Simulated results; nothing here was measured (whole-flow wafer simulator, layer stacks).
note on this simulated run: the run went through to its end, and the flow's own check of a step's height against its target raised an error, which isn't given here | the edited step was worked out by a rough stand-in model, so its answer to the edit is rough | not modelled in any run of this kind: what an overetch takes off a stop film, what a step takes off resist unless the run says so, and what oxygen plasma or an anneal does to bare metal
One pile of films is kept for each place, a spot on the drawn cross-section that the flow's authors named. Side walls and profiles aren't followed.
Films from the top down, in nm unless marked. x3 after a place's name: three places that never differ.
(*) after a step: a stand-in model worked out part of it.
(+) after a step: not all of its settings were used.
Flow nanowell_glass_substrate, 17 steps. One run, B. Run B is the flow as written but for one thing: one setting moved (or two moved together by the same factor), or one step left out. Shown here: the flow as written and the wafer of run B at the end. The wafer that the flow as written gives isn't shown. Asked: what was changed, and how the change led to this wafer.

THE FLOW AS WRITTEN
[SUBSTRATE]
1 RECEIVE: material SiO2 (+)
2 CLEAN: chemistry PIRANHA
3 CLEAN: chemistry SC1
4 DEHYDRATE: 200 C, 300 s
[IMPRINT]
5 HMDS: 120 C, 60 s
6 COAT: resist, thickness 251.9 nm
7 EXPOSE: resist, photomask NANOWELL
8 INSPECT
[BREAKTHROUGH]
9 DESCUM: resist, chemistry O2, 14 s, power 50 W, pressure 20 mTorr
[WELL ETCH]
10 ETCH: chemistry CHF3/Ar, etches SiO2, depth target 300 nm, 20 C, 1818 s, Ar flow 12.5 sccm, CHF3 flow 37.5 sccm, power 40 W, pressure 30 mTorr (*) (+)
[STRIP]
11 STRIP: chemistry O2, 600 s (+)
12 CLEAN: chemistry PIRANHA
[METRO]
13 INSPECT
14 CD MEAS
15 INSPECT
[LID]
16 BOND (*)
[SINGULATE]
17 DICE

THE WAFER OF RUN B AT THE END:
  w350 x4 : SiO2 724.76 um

The cause: step 10, ETCH: depth target 242.4 nm was run, where the flow has depth target 300 nm; step 10, ETCH: 1469 s was run, where the flow has 1818 s.

How the change led to this, step by step:
  10 ETCH: chemistry CHF3/Ar, etches SiO2, depth target 300 nm, 20 C, 1818 s, Ar flow 12.5 sccm, CHF3 flow 37.5 sccm, power 40 W, pressure 30 mTorr (*) (+)
      w350 x4: SiO2 -242.4 (as written it would be: SiO2 -300)
      land: resist -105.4 (as written it would be: resist -130.4)
  11 STRIP: chemistry O2, 600 s (+)
      land: resist -150.9 (all of it) (as written it would be: resist -125.9 (all of it))
